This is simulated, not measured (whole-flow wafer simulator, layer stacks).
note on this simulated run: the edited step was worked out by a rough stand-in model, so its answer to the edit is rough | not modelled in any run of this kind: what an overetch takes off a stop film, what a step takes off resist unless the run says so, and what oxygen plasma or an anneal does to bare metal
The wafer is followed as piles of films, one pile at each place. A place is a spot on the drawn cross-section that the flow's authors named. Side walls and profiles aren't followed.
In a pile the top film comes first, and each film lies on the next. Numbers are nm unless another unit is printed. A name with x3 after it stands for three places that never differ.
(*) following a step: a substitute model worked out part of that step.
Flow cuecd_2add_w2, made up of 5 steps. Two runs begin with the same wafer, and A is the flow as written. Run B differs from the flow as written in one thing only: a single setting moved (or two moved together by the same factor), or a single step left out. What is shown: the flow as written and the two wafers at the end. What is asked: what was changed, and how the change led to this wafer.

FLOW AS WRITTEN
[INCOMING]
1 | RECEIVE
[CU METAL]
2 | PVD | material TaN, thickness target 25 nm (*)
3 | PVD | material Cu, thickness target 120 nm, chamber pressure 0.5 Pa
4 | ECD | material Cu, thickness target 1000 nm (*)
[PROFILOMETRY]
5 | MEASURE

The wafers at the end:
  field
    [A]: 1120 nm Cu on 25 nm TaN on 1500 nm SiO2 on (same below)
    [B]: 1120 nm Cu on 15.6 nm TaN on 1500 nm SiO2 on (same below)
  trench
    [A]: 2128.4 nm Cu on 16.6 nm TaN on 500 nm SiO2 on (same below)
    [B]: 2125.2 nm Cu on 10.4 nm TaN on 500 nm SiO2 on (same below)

What caused this: step 2, PVD: thickness target 15.6 nm was run, while the flow as written has thickness target 25 nm.
One can read it off the wafer: field has TaN 15.6, and step 2 as written asks for 25 nm.

Step by step, how the change led to this:
  2 | PVD | material TaN, thickness target 25 nm (*)
      field: A TaN gains 25 (new film) | B TaN gains 15.6 (new film)
      trench: A TaN gains 16.6 (new film) | B TaN gains 10.4 (new film)
